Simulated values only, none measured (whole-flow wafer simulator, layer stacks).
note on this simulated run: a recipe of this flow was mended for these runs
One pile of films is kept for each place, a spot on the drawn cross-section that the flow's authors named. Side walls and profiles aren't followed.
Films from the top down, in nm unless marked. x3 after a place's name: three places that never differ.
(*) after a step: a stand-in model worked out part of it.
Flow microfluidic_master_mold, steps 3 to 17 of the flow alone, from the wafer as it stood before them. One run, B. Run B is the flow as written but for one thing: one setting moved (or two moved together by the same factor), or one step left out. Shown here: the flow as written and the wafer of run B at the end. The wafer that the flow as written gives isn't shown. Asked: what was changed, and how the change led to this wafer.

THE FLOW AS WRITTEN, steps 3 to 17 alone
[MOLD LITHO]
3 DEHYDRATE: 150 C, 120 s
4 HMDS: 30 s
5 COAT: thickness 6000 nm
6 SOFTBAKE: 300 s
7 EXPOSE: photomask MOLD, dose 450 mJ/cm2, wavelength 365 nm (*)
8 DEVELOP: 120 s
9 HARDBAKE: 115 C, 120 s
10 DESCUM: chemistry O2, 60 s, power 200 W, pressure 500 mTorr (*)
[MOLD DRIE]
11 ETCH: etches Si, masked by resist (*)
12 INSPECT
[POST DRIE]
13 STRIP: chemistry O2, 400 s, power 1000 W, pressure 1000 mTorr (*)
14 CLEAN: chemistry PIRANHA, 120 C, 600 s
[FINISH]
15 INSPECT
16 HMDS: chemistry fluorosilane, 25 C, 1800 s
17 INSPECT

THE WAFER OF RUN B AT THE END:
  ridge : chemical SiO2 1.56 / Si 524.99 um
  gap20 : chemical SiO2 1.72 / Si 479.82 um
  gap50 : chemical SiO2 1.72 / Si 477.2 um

The cause: step 5, COAT: thickness 3602 nm was run, where the flow has thickness 6000 nm.

How the change led to this, step by step:
  5 COAT: thickness 6000 nm
      ridge, gap20, gap50, gap200 x2: thick-i-line-resist +3602 (new film) (as written it would be: thick-i-line-resist +6000 (new film))
  8 DEVELOP: 120 s
      gap20, gap50, gap200 x2: thick-i-line-resist -3602 (all of it) (as written it would be: thick-i-line-resist -6000 (all of it))
  9 HARDBAKE: 115 C, 120 s
      ridge: thick-i-line-resist -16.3 (as written it would be: thick-i-line-resist -33.5)
  11 ETCH: etches Si, masked by resist (*)
      gap20: chemical SiO2 -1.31 (all of it), Si -45.17 um (as written it would be: chemical SiO2 -1.31 (all of it), Si -44.81 um)
      gap50: chemical SiO2 -1.31 (all of it), Si -47.79 um (as written it would be: chemical SiO2 -1.31 (all of it), Si -47.62 um)
  13 STRIP: chemistry O2, 400 s, power 1000 W, pressure 1000 mTorr (*)
      ridge: thick-i-line-resist -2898 (all of it), chemical SiO2 +0.96, Si -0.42 (as written it would be: thick-i-line-resist -5278.7 (all of it), chemical SiO2 +0.78, Si -0.34)
